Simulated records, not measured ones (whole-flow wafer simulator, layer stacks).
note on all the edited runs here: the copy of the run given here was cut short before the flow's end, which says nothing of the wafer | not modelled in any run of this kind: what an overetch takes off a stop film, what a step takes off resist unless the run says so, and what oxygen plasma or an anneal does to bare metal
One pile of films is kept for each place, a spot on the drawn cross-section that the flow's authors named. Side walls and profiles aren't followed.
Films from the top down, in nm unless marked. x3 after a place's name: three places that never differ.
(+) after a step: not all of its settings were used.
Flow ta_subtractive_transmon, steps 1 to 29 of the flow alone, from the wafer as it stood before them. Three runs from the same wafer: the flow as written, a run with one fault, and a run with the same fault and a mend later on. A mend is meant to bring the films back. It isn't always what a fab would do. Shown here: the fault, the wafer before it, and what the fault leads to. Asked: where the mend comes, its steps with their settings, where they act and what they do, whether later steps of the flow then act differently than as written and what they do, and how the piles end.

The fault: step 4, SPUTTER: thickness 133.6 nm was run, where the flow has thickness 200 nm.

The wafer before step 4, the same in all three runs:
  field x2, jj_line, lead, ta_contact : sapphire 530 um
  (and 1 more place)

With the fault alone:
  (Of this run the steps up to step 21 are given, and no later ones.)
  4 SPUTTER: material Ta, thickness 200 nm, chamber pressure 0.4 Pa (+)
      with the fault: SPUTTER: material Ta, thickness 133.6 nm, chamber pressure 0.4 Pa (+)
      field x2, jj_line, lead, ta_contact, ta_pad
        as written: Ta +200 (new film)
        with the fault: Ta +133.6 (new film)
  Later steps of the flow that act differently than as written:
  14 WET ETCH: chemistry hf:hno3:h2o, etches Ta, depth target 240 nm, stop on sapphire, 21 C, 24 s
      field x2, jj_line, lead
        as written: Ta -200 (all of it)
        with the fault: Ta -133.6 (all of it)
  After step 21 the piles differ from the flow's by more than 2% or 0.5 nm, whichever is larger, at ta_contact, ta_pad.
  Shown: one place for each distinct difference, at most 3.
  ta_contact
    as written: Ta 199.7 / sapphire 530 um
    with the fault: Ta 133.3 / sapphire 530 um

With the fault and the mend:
  The mend comes after step 5.
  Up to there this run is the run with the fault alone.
  5a WET ETCH: chemistry hf:hno3:h2o, etches Ta, depth target 153.6 nm, stop on sapphire, 21 C, 15.36 s
      field x2, jj_line, lead, ta_contact, ta_pad
        Ta -133.6 (all of it)
  5b SPUTTER: material Ta, thickness 200 nm, chamber pressure 0.4 Pa (+) (the flow's step 4 once more)
      field x2, jj_line, lead, ta_contact, ta_pad
        Ta +200 (new film)
  No later step of the flow acts differently than as written at any place that is followed.
  At the end the piles are the same as the flow's at every place that both follow.
